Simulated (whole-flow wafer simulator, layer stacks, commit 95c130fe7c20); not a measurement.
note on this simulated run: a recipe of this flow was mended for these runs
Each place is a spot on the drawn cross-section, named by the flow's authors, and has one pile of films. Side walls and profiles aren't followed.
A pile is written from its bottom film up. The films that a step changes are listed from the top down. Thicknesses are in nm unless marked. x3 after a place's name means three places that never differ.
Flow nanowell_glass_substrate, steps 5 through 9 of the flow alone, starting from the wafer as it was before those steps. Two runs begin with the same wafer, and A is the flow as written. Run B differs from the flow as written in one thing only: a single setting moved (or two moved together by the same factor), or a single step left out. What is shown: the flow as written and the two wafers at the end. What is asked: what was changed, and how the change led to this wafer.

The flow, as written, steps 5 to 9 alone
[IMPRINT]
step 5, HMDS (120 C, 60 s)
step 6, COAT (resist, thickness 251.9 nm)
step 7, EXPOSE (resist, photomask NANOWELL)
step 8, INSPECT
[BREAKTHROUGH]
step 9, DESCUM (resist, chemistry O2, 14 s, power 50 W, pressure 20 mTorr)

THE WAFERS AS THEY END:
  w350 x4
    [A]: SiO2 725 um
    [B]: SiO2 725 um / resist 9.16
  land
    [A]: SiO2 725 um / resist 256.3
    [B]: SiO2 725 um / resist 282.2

The reason: step 6, COAT: thickness 285.2 nm was run, though the flow has thickness 251.9 nm; step 9, DESCUM: 15.8 s was run, where the flow has 14 s.

How this came from the change, step by step:
  step 6, COAT (resist, thickness 251.9 nm)
      land, w350 x4: A resist gains 251.9 (new film) | B resist gains 285.2 (new film)
  step 7, EXPOSE (resist, photomask NANOWELL)
      land: A resist gains 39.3 | B resist gains 36.3
  step 9, DESCUM (resist, chemistry O2, 14 s, power 50 W, pressure 20 mTorr)
      w350 x4: A resist loses 18.2 (all of it) | B resist loses 39.3
      land: A resist loses 34.9 | B resist loses 39.3
